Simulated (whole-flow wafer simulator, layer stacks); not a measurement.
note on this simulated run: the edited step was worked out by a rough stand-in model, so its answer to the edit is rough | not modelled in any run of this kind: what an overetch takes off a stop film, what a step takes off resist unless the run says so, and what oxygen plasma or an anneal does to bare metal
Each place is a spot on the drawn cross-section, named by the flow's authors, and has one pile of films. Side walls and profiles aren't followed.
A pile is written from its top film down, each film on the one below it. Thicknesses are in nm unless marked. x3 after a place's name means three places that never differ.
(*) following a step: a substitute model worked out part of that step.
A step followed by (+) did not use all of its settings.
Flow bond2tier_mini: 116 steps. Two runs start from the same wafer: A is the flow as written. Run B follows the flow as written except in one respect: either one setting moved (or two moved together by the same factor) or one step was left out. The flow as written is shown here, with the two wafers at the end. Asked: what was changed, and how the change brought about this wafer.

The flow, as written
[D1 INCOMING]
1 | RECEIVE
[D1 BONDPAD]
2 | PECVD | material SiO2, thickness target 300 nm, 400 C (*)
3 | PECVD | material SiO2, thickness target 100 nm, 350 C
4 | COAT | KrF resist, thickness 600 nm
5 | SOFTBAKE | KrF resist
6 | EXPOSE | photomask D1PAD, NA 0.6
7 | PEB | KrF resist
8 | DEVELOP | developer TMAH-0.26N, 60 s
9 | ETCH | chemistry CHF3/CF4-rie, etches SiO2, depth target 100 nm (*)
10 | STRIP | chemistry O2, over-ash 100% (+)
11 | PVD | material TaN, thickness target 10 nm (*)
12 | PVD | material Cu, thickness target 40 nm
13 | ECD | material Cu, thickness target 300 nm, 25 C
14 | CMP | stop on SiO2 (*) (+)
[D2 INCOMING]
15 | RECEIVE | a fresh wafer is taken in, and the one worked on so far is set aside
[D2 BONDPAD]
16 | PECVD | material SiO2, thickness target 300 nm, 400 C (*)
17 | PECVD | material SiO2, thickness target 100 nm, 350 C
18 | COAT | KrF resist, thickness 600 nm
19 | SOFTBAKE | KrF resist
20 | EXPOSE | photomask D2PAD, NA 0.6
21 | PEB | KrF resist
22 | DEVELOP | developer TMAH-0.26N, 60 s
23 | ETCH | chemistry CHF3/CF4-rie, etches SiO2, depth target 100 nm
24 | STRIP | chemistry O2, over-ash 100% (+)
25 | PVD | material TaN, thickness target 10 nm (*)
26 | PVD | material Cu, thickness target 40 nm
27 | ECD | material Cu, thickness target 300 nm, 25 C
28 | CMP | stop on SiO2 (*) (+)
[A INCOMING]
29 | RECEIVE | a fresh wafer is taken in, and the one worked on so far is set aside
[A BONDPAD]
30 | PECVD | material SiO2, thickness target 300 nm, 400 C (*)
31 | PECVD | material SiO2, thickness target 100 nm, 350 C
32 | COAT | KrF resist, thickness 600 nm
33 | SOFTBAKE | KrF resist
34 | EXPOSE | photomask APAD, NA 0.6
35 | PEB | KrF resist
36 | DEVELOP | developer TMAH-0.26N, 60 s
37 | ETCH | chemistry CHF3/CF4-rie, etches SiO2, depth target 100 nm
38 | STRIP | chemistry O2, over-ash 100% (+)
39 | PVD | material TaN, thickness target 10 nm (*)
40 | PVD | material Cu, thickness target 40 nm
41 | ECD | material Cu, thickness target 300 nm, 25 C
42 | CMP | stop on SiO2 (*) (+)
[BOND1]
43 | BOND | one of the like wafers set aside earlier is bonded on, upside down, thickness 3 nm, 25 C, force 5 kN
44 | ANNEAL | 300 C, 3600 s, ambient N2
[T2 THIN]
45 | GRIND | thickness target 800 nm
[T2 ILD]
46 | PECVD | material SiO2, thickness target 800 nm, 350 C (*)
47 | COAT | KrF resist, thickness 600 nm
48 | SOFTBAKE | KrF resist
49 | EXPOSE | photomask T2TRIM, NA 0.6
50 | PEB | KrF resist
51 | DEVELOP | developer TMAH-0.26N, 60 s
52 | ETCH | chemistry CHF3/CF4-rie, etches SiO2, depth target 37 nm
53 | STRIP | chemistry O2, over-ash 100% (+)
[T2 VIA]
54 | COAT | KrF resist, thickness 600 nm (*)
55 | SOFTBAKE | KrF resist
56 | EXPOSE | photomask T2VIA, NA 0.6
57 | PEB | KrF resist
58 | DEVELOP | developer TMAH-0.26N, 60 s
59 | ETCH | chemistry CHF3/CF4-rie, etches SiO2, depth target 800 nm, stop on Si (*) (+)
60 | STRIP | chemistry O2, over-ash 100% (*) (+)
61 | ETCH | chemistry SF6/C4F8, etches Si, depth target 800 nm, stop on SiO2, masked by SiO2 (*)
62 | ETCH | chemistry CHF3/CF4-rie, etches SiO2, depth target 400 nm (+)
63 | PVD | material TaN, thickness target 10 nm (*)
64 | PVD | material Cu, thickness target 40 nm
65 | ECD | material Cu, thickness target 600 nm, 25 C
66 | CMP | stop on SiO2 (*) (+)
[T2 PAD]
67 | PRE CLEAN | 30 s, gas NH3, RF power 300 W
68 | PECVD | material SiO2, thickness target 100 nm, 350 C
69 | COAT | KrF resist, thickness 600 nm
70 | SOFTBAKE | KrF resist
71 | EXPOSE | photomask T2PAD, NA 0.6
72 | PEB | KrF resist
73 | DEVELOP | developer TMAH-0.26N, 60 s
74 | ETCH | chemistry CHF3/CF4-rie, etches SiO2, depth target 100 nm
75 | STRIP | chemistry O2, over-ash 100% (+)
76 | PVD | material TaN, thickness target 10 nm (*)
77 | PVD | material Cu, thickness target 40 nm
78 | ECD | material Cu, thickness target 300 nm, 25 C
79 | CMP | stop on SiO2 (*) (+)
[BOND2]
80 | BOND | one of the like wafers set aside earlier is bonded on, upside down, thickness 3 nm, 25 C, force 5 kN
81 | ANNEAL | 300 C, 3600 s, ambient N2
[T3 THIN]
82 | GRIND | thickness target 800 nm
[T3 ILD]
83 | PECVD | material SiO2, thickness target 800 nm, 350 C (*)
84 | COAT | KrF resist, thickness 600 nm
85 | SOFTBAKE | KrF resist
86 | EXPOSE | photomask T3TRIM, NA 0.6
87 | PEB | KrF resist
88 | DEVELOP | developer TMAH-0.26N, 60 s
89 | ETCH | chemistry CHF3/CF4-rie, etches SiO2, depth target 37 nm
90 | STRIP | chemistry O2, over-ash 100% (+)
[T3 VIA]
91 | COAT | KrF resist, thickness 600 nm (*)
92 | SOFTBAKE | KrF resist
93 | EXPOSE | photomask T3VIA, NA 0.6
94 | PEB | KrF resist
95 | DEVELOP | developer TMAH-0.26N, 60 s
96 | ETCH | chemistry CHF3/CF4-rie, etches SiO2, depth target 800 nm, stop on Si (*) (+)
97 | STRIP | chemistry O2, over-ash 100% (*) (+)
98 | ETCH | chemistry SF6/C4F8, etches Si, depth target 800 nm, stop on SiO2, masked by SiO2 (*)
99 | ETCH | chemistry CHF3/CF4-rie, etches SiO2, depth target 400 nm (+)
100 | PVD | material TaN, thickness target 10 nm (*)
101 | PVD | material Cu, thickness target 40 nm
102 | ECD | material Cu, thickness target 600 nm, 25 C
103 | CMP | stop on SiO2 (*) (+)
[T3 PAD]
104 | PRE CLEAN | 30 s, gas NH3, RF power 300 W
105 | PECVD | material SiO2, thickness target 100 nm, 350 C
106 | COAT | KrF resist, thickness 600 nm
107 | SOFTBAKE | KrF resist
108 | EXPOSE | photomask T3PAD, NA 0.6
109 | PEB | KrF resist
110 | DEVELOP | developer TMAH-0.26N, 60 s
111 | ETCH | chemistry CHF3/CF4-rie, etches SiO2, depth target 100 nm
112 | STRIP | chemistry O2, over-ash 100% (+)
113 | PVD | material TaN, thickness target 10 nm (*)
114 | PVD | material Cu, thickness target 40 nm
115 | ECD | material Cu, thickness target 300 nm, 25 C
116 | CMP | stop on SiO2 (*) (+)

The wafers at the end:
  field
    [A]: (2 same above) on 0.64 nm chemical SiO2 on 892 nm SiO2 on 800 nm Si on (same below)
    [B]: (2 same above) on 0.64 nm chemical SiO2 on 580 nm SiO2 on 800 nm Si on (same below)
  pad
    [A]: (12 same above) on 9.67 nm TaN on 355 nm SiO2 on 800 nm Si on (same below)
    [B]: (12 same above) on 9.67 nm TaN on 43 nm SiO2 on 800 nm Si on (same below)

Cause: step 46, PECVD: thickness target 488 nm was run, while the flow as written has thickness target 800 nm.

The path from the change to this, step by step:
  46 | PECVD | material SiO2, thickness target 800 nm, 350 C (*)
      field, pad, via: A SiO2 gains 800 (new film) | B SiO2 gains 488 (new film)
  59 | ETCH | chemistry CHF3/CF4-rie, etches SiO2, depth target 800 nm, stop on Si (*) (+)
      field, pad: A KrF resist loses 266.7 | B KrF resist loses 225.5
      via: A SiO2 loses 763 (all of it) | B SiO2 loses 451 (all of it)
  60 | STRIP | chemistry O2, over-ash 100% (*) (+)
      field: A KrF resist loses 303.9 (all of it) | B KrF resist loses 345.1 (all of it)
      pad: A KrF resist loses 336 (all of it) | B KrF resist loses 377.1 (all of it)
